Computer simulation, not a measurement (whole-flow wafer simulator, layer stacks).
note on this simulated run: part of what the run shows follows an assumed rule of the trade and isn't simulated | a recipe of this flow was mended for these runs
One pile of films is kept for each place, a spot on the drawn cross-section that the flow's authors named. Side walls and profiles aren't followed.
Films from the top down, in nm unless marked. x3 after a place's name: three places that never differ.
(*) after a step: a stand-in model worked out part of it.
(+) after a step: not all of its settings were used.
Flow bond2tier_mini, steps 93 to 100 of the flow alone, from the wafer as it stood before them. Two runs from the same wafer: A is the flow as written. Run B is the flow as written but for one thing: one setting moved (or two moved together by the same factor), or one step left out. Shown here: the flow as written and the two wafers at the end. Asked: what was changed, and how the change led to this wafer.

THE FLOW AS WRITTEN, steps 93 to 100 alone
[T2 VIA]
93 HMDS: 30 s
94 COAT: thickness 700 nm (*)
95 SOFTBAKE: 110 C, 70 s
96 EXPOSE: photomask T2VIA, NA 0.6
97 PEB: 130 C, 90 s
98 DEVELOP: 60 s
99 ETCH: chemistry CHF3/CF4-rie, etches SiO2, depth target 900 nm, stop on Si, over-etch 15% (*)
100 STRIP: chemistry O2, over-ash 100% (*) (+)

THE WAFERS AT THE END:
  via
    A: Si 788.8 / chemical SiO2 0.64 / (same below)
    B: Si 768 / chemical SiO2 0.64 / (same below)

The cause: step 99, ETCH: depth target 1116 nm was run, where the flow has depth target 900 nm.

How the change led to this, step by step:
  99 ETCH: chemistry CHF3/CF4-rie, etches SiO2, depth target 900 nm, stop on Si, over-etch 15% (*)
      field, pad: A thick-KrF-resist -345 | B thick-KrF-resist -427.8
      via: A SiO2 -900 (all of it), Si -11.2 | B SiO2 -900 (all of it), Si -32
  100 STRIP: chemistry O2, over-ash 100% (*) (+)
      field: A thick-KrF-resist -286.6 (all of it) | B thick-KrF-resist -203.8 (all of it)
      pad: A thick-KrF-resist -372.9 (all of it) | B thick-KrF-resist -290.1 (all of it)
